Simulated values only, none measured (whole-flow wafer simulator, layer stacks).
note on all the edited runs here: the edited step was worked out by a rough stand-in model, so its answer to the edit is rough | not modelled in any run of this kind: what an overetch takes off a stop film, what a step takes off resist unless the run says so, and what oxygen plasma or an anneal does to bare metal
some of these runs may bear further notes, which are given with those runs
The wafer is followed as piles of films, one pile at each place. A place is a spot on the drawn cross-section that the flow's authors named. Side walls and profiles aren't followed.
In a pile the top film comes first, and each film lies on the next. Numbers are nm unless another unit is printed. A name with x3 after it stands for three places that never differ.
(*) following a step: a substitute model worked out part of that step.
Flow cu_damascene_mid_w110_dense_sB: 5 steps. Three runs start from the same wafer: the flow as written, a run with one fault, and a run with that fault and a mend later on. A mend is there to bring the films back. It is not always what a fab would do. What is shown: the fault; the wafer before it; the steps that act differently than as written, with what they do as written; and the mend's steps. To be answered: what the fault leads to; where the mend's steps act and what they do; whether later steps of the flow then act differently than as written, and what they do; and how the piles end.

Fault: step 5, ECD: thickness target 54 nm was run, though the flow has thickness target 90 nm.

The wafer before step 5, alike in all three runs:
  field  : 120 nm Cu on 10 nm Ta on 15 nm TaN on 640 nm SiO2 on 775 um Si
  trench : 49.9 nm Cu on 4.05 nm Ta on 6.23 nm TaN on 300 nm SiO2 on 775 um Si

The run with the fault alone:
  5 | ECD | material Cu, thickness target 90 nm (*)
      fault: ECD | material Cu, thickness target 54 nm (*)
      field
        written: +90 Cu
        fault: +54 Cu
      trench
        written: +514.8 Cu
        fault: +478.8 Cu
  Later steps of the flow that are run all act as written at every place that is followed.
  The piles end different from the flow's at field, trench by more than 2% or 0.5 nm, whichever is larger.
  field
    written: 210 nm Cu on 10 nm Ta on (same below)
    fault: 174 nm Cu on 10 nm Ta on (same below)
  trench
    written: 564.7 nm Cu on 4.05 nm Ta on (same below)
    fault: 528.7 nm Cu on 4.05 nm Ta on (same below)

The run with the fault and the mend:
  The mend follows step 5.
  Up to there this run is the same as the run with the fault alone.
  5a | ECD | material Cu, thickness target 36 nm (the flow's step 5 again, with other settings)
      field, trench
        +36 Cu
  Later steps of the flow that are run all act as written at every place that is followed.
  By the end, the piles equal the flow's at every place that both follow.
